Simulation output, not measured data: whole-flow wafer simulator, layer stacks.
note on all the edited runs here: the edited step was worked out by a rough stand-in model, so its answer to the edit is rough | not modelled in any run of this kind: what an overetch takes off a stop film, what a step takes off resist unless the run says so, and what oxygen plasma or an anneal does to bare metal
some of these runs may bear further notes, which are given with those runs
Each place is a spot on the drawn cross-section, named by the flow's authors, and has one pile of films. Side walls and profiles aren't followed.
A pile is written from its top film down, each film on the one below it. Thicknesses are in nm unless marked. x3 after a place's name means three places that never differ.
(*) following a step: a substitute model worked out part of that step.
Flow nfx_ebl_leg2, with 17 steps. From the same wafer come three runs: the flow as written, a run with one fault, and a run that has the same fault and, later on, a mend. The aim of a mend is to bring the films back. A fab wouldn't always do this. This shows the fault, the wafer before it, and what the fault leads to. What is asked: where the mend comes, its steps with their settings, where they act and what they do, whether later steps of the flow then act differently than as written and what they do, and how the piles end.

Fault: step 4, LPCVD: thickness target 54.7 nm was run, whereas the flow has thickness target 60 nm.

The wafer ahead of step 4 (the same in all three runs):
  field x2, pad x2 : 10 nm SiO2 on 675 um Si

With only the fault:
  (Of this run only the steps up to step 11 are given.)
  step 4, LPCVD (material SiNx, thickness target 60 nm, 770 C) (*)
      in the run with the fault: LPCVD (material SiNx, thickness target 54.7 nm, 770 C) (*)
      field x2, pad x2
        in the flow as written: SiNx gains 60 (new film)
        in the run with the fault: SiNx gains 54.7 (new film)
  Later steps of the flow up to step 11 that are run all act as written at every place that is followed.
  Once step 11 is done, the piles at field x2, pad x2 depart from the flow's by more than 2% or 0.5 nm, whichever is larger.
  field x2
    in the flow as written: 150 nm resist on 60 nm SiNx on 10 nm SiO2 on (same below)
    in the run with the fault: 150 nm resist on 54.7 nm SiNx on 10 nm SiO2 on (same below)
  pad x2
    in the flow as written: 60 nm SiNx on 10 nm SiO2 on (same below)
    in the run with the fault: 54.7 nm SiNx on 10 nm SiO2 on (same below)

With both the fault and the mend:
  After step 11 comes the mend.
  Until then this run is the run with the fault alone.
  step 11a, STRIP (resist, chemistry O2, 25 C) (*)
      field x2
        resist loses 150 (all of it)
  step 11b, CLEAN (chemistry SC1/SC2) (*) (the flow's step 2 again)
      does not change any film at any place that is followed
  step 11c, LPCVD (material SiNx, thickness target 5.3 nm, 770 C) (*) (the flow's step 4 again, with other settings)
      field x2, pad x2
        SiNx gains 5.3
  step 11d, DEHYDRATE (180 C, 120 s) (the flow's step 6 again)
      does not change any film at any place that is followed
  step 11e, COAT (resist, thickness 150 nm) (the flow's step 7 again)
      field x2, pad x2
        resist gains 150 (new film)
  step 11f, SOFTBAKE (resist, 150 C, 60 s) (the flow's step 8 again)
      does not change any film at any place that is followed
  step 11g, EXPOSE (PMMA, thickness 150 nm, photomask GRATING) (*) (the flow's step 9 again)
      does not change any film at any place that is followed
  step 11h, DEVELOP (resist, thickness 150 nm, developer developer-C-546, 60 s) (*) (the flow's step 10 again)
      pad x2
        resist loses 150 (all of it)
  Later steps of the flow that are run all act as written at every place that is followed.
  At every place that both follow, the piles at the end match the flow's.
